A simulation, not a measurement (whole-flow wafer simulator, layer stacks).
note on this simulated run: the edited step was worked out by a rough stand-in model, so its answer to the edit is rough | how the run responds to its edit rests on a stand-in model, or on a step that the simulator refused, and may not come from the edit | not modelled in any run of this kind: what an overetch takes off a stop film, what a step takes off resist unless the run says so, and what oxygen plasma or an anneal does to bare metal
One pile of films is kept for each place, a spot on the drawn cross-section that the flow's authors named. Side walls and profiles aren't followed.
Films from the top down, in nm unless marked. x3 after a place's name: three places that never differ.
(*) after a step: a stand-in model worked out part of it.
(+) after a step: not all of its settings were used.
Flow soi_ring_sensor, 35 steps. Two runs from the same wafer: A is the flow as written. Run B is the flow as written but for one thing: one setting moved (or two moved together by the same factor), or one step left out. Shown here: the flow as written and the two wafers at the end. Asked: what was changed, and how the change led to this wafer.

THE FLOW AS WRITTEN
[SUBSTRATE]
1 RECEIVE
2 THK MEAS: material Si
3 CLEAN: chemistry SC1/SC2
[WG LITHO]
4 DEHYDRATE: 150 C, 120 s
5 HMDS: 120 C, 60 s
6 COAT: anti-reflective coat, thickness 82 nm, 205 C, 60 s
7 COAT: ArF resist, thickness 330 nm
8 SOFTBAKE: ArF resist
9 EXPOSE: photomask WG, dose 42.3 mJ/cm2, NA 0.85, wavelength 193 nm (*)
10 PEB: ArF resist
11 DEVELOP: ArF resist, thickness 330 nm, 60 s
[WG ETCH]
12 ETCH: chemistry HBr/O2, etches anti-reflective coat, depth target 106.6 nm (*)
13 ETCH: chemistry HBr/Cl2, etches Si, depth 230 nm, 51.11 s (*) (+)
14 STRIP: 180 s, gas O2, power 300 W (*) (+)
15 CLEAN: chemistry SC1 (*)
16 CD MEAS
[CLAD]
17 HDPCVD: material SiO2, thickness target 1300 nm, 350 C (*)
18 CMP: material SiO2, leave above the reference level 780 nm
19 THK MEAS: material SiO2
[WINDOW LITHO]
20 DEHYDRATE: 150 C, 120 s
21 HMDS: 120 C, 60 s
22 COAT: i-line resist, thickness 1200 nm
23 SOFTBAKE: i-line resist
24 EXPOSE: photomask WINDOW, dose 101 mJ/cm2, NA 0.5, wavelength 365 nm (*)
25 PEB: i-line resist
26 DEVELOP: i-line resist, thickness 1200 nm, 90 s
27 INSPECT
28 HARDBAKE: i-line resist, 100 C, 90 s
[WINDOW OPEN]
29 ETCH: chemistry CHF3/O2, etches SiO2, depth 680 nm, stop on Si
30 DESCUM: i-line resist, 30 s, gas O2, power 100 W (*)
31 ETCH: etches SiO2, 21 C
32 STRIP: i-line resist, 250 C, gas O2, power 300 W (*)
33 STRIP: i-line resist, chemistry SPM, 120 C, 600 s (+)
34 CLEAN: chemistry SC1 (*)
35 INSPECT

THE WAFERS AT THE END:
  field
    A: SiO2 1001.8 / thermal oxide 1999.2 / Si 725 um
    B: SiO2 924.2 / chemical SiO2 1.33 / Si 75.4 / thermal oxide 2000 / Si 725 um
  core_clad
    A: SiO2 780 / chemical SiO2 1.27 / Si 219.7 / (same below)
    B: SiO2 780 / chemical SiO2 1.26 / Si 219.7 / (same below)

The cause: step 13, ETCH: depth 144 nm was run, where the flow has depth 230 nm; step 13, ETCH: 31.94 s was run, where the flow has 51.11 s.

How the change led to this, step by step:
  13 ETCH: chemistry HBr/Cl2, etches Si, depth 230 nm, 51.11 s (*) (+)
      gap, window, field, gap_clad: A Si -220 (all of it), thermal oxide -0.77 | B Si -144
      core, core_clad: A ArF resist -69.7 | B ArF resist -43.6
  14 STRIP: 180 s, gas O2, power 300 W (*) (+)
      gap, window, field, gap_clad: A nothing | B chemical SiO2 +1.33 (new film), Si -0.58
      core, core_clad: A ArF resist -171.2 (all of it), anti-reflective coat -82 (all of it), chemical SiO2 +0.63, Si -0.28 | B ArF resist -197.3 (all of it), anti-reflective coat -82 (all of it), chemical SiO2 +0.62, Si -0.27
  18 CMP: material SiO2, leave above the reference level 780 nm
      gap, window, field, gap_clad: A SiO2 -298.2 | B SiO2 -375.8
